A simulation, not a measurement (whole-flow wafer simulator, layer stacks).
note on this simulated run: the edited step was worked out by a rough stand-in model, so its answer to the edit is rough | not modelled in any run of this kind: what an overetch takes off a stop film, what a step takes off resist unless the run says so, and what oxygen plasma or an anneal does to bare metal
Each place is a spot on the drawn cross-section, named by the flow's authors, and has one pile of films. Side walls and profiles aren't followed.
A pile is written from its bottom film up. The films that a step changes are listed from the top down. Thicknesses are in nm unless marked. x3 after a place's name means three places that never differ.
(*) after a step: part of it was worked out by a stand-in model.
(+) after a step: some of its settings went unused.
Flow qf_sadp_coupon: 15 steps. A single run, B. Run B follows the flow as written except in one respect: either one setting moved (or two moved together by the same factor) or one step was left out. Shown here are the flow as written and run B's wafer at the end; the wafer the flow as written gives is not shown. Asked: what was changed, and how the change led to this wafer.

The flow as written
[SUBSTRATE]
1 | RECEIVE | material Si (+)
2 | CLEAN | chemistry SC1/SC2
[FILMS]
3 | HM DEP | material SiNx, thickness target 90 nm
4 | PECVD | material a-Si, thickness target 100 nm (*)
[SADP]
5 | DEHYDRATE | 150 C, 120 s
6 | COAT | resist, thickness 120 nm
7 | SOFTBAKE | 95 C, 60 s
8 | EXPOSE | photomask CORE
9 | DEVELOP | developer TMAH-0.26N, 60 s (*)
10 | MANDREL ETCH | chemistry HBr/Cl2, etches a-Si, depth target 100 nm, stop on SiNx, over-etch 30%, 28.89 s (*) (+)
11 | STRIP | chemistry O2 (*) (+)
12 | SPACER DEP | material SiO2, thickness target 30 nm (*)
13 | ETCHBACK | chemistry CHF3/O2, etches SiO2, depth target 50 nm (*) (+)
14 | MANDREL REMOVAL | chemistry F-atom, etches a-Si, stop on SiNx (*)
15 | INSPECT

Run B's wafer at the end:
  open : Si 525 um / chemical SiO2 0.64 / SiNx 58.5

The reason: step 4, PECVD: thickness target 43 nm was run, though the flow has thickness target 100 nm.

How this came from the change, step by step:
  4 | PECVD | material a-Si, thickness target 100 nm (*)
      m, open: +43 a-Si (new film) (in the flow as written it would be: +100 a-Si (new film))
  10 | MANDREL ETCH | chemistry HBr/Cl2, etches a-Si, depth target 100 nm, stop on SiNx, over-etch 30%, 28.89 s (*) (+)
      open: -43 a-Si (all of it), -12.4 SiNx (in the flow as written it would be: -100 a-Si (all of it), -4.29 SiNx)
  14 | MANDREL REMOVAL | chemistry F-atom, etches a-Si, stop on SiNx (*)
      m: -38.8 a-Si (all of it) (in the flow as written it would be: -95.8 a-Si (all of it))
